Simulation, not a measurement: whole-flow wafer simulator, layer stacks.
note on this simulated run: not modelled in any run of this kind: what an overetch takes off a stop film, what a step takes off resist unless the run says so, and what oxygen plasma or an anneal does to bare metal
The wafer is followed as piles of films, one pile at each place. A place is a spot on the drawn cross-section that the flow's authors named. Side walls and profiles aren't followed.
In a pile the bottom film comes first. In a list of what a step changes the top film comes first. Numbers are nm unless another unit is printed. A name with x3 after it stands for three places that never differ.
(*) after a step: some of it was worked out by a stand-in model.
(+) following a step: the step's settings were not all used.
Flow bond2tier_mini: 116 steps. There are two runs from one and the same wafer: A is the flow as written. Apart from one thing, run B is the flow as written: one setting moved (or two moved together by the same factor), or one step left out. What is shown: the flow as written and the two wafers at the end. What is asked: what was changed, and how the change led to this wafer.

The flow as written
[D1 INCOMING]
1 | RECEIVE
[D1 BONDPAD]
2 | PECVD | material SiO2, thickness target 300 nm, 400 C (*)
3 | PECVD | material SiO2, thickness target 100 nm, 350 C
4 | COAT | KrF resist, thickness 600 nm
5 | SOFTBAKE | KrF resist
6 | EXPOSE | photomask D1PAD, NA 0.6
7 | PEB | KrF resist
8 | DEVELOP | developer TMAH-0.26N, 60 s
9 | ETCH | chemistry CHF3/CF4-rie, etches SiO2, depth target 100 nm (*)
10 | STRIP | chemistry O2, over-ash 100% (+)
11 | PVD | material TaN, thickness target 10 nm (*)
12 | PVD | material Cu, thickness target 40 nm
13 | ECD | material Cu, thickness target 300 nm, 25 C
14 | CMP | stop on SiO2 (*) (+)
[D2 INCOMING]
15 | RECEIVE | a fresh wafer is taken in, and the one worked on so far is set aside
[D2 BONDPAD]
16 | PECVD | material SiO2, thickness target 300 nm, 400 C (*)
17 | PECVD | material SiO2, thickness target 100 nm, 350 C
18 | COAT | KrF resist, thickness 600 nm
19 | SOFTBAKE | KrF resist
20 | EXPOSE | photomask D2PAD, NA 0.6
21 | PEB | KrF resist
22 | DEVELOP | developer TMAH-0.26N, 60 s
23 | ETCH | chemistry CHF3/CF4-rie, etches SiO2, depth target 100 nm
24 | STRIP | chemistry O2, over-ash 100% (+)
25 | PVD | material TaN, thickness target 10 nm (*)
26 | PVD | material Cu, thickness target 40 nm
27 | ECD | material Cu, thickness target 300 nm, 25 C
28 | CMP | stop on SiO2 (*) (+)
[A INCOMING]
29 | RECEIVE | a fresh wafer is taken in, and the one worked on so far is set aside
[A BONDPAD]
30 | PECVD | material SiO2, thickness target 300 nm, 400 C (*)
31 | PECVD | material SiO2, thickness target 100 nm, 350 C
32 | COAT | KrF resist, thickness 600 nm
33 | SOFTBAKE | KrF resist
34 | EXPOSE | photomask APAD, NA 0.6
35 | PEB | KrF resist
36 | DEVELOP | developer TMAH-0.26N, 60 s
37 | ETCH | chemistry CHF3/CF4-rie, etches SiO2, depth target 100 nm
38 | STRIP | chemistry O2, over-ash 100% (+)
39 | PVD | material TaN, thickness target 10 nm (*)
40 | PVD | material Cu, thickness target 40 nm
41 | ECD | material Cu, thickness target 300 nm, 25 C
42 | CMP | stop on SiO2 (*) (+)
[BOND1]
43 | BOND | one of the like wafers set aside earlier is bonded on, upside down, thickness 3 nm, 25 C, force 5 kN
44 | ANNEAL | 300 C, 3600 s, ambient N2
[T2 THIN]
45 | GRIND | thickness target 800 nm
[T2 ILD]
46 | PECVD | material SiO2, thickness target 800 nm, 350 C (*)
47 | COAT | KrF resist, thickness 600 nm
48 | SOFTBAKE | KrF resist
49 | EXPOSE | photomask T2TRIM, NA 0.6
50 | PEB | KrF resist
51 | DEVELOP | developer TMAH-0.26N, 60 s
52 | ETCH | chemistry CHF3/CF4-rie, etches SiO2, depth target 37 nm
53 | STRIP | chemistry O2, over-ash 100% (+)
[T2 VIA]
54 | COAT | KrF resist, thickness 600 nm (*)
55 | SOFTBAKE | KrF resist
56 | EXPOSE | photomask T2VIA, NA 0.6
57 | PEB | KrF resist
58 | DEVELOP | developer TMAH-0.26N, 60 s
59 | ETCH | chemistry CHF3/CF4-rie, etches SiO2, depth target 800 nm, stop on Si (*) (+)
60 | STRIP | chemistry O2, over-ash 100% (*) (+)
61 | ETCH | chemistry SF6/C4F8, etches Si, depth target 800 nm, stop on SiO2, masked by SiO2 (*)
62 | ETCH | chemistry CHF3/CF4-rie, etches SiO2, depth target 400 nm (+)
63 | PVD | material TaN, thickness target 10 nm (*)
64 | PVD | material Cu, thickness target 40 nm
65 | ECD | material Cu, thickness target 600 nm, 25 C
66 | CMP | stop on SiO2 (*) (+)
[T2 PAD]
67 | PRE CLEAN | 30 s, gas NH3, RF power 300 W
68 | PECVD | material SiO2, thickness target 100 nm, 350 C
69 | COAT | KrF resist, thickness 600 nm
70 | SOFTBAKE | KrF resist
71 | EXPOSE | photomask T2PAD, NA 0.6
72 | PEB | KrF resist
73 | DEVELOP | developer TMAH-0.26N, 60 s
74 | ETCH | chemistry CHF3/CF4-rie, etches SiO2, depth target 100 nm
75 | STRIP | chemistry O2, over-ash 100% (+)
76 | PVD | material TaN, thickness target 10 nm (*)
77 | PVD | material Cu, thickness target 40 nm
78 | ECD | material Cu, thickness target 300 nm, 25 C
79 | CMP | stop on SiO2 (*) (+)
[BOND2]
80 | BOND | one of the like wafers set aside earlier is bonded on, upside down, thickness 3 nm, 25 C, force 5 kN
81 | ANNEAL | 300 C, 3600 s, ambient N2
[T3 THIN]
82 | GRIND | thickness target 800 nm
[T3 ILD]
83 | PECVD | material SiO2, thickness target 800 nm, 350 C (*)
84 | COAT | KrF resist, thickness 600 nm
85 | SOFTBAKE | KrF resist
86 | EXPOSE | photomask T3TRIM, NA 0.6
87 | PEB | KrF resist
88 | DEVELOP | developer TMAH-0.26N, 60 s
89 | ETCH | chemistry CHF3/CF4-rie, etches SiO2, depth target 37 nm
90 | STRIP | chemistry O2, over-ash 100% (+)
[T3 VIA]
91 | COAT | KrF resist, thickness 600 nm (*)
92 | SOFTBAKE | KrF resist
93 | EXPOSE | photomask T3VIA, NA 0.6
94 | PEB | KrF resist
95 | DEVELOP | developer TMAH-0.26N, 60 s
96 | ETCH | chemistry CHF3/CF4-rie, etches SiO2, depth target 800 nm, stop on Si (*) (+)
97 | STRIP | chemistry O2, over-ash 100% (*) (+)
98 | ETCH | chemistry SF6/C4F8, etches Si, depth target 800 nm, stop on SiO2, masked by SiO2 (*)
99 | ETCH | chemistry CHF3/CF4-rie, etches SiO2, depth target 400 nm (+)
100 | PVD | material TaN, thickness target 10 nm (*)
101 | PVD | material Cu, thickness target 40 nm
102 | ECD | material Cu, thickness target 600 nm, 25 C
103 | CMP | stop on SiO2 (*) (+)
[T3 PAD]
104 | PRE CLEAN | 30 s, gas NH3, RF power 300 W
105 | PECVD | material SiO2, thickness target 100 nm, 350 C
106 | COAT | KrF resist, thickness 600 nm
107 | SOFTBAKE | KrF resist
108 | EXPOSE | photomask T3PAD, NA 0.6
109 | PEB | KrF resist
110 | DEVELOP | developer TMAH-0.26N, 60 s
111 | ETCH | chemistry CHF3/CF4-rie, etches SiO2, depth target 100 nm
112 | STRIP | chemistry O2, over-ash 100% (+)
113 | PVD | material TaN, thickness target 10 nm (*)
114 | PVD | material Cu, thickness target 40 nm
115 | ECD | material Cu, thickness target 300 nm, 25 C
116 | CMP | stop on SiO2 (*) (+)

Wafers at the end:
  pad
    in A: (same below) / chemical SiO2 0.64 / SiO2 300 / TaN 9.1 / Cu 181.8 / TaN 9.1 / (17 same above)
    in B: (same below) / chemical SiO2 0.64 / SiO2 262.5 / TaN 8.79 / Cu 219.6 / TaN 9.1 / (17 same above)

Cause: step 37, ETCH: depth target 137.5 nm was run, while the flow as written has depth target 100 nm.

How this came from the change, step by step:
  37 | ETCH | chemistry CHF3/CF4-rie, etches SiO2, depth target 100 nm
      pad, via: A SiO2 loses 100 | B SiO2 loses 137.5
      field: A KrF resist loses 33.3 | B KrF resist loses 45.8
  38 | STRIP | chemistry O2, over-ash 100% (+)
      field: A KrF resist loses 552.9 (all of it) | B KrF resist loses 540.4 (all of it)
  40 | PVD | material Cu, thickness target 40 nm
      pad: A Cu gains 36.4 (new film) | B Cu gains 35.2 (new film)
  41 | ECD | material Cu, thickness target 300 nm, 25 C
      pad: A Cu gains 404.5 | B Cu gains 443.6
      via: A Cu gains 400.2 | B Cu gains 437.9
